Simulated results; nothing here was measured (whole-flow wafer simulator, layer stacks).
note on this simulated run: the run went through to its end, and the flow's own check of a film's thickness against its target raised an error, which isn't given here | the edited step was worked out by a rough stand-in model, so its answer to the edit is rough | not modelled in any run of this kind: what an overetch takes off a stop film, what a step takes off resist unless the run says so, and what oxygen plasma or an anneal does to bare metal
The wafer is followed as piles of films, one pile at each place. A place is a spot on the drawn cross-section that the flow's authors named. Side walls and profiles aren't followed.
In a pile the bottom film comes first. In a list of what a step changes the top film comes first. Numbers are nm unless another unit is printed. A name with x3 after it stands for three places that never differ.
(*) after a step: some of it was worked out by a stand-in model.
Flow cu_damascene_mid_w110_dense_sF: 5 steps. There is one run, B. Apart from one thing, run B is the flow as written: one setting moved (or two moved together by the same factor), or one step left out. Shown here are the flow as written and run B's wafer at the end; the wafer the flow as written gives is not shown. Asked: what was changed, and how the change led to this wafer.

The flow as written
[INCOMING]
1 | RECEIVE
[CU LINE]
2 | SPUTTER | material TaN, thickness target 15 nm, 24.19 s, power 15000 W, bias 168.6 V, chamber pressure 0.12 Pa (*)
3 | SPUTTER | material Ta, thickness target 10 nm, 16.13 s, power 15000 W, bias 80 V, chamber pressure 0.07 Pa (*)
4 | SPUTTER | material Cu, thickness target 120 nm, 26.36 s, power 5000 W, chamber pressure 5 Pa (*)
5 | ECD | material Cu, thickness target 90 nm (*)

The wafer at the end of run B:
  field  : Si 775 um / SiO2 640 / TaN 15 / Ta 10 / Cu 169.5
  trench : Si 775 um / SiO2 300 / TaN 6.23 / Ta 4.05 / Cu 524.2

What caused this: step 5, ECD: thickness target 49.5 nm was run, though the flow has thickness target 90 nm.

The path from the change to this, step by step:
  5 | ECD | material Cu, thickness target 90 nm (*)
      field: Cu gains 49.5 (in the flow as written it would be: Cu gains 90)
      trench: Cu gains 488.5 (in the flow as written it would be: Cu gains 529)
